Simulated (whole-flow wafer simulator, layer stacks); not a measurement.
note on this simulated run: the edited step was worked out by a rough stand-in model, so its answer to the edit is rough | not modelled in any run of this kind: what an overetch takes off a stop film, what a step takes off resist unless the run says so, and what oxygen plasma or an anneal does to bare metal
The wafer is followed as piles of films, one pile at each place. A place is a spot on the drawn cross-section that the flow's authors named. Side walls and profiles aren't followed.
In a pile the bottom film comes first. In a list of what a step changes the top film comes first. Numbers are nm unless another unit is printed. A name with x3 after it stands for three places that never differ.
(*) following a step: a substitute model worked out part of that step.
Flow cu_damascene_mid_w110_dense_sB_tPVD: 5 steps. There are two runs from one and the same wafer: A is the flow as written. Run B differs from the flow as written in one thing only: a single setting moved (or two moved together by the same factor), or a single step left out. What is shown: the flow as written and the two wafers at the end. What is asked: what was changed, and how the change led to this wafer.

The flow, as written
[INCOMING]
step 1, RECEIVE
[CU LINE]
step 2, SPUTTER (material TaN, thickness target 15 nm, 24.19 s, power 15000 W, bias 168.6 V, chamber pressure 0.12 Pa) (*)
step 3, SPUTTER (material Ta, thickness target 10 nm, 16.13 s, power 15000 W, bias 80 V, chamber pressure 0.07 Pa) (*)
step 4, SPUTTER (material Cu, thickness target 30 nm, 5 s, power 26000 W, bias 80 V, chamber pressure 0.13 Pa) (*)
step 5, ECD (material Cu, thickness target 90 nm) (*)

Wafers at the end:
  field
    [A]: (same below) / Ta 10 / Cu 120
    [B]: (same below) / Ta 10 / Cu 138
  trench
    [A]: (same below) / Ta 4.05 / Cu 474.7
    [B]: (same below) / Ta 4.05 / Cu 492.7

What caused this: step 4, SPUTTER: 8 s was run, whereas the flow has 5 s.

Step by step, how the change led to this:
  step 4, SPUTTER (material Cu, thickness target 30 nm, 5 s, power 26000 W, bias 80 V, chamber pressure 0.13 Pa) (*)
      field: A +30 Cu (new film) | B +48 Cu (new film)
      trench: A +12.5 Cu (new film) | B +20 Cu (new film)
  step 5, ECD (material Cu, thickness target 90 nm) (*)
      trench: A +462.2 Cu | B +472.8 Cu
